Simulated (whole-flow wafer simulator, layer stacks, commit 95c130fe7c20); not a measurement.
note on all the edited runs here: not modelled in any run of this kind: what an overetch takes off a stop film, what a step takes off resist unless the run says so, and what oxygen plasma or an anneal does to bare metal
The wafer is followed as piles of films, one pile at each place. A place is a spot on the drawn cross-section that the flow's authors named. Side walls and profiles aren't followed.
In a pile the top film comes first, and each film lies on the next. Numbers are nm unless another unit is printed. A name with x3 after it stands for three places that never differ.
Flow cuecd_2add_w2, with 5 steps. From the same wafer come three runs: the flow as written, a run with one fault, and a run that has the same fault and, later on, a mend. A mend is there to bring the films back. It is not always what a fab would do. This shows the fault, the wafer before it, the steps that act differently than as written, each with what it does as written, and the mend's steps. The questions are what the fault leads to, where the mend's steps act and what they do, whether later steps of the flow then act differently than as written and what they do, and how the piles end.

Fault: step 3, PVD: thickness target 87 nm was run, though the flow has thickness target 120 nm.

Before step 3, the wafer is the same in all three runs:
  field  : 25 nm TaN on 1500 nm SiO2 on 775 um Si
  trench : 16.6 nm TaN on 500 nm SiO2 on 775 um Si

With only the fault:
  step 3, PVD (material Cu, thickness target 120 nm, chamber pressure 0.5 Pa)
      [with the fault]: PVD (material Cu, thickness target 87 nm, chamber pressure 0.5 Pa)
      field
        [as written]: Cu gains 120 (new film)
        [with the fault]: Cu gains 87 (new film)
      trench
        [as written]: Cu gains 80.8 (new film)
        [with the fault]: Cu gains 58.7 (new film)
  Every later step of the flow that is run acts as written, at every place that is followed, to within 2% or 0.5 nm, whichever is larger.
  The piles end different from the flow's at field by more than 2% or 0.5 nm, whichever is larger.
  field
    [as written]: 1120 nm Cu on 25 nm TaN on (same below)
    [with the fault]: 1087 nm Cu on 25 nm TaN on (same below)

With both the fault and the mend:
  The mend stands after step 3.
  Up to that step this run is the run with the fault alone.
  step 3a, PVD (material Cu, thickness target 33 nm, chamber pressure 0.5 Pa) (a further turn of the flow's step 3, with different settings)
      field
        Cu gains 33
      trench
        Cu gains 21.7
  Every later step of the flow that is run acts as written, at every place that is followed, to within 2% or 0.5 nm, whichever is larger.
  At every place that both follow, the piles at the end match the flow's.
